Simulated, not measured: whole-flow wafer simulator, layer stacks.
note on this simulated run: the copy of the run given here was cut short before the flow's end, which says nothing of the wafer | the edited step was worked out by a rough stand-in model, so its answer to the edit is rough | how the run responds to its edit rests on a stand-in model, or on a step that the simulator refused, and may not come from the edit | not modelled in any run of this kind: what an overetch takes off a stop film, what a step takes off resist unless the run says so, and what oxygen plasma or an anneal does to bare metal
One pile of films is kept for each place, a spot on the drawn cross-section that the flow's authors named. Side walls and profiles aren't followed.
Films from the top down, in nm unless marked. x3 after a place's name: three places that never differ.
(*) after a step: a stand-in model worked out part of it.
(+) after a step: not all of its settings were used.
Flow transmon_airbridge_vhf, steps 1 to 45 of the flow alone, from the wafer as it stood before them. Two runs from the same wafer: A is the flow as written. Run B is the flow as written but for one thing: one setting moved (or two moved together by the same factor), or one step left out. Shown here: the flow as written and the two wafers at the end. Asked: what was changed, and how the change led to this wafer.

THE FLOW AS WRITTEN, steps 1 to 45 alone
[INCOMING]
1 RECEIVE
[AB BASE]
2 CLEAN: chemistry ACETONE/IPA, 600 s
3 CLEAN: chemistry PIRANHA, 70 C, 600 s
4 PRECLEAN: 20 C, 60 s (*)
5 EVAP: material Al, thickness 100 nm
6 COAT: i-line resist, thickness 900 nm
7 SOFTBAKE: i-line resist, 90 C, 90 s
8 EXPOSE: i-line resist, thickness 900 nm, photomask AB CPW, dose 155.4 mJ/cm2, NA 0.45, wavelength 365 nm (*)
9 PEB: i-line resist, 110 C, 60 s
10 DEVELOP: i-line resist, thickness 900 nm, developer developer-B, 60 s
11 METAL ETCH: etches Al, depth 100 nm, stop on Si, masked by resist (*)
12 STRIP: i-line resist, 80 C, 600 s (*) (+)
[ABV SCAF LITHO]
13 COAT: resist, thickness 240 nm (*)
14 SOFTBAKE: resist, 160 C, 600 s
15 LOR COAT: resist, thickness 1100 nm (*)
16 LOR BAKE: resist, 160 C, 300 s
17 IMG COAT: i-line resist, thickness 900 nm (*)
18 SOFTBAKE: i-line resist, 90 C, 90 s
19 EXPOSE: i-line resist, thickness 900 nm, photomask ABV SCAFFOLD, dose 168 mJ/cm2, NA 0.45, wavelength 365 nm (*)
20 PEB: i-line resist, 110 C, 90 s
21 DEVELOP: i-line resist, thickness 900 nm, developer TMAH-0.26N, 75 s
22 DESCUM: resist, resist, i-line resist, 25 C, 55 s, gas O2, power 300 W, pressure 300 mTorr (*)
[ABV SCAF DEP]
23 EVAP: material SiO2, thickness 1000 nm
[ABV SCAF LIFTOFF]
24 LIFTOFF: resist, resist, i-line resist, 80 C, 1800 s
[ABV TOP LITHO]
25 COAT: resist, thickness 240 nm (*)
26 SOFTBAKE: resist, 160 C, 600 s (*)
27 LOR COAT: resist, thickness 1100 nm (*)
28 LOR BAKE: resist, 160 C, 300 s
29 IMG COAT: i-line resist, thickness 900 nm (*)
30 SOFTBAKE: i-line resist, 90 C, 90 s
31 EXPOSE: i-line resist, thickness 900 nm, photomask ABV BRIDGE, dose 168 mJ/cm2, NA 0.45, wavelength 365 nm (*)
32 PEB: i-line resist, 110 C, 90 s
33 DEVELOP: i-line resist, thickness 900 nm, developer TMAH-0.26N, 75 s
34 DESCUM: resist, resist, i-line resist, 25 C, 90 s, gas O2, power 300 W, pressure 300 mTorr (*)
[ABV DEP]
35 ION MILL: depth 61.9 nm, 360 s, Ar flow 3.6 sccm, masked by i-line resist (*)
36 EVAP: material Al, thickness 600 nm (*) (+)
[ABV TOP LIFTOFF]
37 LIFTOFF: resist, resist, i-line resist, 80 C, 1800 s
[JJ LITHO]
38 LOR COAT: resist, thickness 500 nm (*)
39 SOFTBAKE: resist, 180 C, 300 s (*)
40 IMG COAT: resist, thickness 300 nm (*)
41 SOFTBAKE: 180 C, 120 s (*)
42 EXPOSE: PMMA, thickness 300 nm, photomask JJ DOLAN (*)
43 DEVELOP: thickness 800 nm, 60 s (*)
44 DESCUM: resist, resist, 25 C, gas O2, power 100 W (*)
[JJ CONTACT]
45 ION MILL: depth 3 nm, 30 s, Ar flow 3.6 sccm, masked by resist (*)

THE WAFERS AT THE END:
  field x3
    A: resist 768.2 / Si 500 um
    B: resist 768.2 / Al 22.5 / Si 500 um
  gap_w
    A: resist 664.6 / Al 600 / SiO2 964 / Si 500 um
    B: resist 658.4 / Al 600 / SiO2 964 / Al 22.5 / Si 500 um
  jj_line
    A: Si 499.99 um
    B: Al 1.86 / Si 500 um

The cause: step 11, METAL ETCH: depth 77.5 nm was run, where the flow has depth 100 nm.

How the change led to this, step by step:
  11 METAL ETCH: etches Al, depth 100 nm, stop on Si, masked by resist (*)
      field x3, jj_line, gap_w, gap_e: A Al -100 (all of it) | B Al -77.5
      ground_far, pad_w, flank_w and 8 more: A i-line resist -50 | B i-line resist -38.8
  45 ION MILL: depth 3 nm, 30 s, Ar flow 3.6 sccm, masked by resist (*)
      jj_line: A Si -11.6 | B Al -20.6
Counting metal films that touch as one body, field x3 has 1 body; the flow as written gives 0 bodies.
Counting metal films that touch as one body, gap_w has 2 bodies (between them, from the top down: SiO2 964); the flow as written gives 1 body.
Counting metal films that touch as one body, jj_line has 1 body; the flow as written gives 0 bodies.
